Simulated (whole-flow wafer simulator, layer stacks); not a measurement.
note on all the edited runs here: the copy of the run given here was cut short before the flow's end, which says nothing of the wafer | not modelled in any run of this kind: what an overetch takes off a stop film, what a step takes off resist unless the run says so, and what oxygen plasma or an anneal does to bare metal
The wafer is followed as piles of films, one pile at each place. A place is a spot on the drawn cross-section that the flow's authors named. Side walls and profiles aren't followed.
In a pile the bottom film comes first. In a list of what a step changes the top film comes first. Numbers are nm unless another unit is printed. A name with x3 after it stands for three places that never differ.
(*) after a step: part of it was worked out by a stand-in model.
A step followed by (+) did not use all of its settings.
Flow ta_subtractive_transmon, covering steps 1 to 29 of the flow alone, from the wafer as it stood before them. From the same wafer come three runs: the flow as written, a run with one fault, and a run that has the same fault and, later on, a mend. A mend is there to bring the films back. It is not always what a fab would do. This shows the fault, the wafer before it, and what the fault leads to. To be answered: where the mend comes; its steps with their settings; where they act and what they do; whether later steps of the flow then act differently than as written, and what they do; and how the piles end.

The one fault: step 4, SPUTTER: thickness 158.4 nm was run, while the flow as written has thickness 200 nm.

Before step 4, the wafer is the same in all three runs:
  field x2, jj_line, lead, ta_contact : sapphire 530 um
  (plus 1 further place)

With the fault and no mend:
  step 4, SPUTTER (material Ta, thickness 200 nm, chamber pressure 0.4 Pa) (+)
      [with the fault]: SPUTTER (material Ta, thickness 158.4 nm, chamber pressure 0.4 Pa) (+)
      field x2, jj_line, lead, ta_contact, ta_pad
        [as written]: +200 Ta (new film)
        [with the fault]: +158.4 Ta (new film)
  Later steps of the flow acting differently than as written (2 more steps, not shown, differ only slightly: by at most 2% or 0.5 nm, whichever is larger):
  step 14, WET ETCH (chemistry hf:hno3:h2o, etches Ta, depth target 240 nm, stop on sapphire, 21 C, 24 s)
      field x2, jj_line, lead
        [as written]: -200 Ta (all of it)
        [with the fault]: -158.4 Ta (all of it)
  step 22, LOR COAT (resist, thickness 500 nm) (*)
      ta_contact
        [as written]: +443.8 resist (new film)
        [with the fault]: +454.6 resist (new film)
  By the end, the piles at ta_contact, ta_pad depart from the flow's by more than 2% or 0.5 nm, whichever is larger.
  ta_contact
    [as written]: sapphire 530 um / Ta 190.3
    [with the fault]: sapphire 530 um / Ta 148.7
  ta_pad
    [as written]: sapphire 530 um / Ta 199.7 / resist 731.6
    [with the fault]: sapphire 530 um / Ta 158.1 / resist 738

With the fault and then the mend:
  The mend stands after step 4.
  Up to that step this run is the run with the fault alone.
  step 4a, SPUTTER (material Ta, thickness 41.6 nm, chamber pressure 0.4 Pa) (+) (a further turn of the flow's step 4, with different settings)
      field x2, jj_line, lead, ta_contact, ta_pad
        +41.6 Ta
  None of the later steps of the flow acts differently than as written at any place that is followed.
  By the end, the piles equal the flow's at every place that both follow.
